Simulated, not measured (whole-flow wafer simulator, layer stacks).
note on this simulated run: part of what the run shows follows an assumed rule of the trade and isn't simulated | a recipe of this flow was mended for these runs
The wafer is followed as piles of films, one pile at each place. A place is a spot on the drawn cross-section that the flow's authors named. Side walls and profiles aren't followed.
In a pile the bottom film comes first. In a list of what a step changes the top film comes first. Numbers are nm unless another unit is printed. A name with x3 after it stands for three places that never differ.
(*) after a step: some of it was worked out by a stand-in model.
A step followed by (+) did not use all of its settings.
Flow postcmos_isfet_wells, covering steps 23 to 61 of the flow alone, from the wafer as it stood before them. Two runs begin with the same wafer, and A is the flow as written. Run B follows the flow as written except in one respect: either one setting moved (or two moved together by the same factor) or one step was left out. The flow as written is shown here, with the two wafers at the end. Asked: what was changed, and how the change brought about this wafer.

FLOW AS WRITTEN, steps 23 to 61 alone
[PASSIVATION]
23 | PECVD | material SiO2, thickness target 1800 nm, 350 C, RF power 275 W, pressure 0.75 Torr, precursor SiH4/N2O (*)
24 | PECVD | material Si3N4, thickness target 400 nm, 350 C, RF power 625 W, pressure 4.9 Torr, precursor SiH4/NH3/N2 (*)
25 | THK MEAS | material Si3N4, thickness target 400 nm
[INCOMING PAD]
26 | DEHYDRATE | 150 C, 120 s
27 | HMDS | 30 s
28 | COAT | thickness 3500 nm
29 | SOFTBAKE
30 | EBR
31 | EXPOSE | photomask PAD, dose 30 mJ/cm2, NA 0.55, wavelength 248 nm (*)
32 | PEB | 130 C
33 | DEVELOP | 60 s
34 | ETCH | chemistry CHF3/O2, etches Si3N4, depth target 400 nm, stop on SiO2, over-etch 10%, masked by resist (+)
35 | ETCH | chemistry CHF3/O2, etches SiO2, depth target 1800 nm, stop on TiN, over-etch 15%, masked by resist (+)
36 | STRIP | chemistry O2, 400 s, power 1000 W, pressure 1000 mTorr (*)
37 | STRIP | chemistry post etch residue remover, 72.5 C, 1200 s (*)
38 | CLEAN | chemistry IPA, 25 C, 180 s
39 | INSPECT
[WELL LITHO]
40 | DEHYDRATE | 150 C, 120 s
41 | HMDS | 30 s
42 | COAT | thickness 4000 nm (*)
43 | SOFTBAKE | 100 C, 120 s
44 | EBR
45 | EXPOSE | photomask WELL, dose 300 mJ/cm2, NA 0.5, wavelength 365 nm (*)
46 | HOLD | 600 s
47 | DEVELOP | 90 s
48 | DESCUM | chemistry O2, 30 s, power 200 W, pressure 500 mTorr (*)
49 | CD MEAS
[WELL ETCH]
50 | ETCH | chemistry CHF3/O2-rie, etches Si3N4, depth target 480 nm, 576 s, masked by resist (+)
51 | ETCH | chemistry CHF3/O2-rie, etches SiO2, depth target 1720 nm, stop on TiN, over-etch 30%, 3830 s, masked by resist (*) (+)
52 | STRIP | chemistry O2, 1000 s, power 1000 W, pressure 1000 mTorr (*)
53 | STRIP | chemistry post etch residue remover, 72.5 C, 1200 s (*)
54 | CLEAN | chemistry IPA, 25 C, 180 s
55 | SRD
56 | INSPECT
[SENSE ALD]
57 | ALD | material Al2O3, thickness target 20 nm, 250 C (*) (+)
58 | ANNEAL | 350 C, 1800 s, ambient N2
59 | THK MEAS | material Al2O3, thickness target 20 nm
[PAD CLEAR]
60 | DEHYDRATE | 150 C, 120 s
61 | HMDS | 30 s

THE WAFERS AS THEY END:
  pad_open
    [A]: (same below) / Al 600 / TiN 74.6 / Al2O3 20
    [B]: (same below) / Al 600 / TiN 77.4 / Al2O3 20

Cause: step 34, ETCH: depth target 352 nm was run, whereas the flow has depth target 400 nm.

How this came from the change, step by step:
  34 | ETCH | chemistry CHF3/O2, etches Si3N4, depth target 400 nm, stop on SiO2, over-etch 10%, masked by resist (+)
      pad_open: A -400 Si3N4 (all of it), -20 SiO2 | B -387.2 Si3N4
      field, margin x2, well900 x4, pad_clr: A -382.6 thick-KrF-resist | B -336.7 thick-KrF-resist
  35 | ETCH | chemistry CHF3/O2, etches SiO2, depth target 1800 nm, stop on TiN, over-etch 15%, masked by resist (+)
      pad_open: A -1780 SiO2 (all of it), -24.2 TiN | B -12.8 Si3N4 (all of it), -1800 SiO2 (all of it), -21.4 TiN
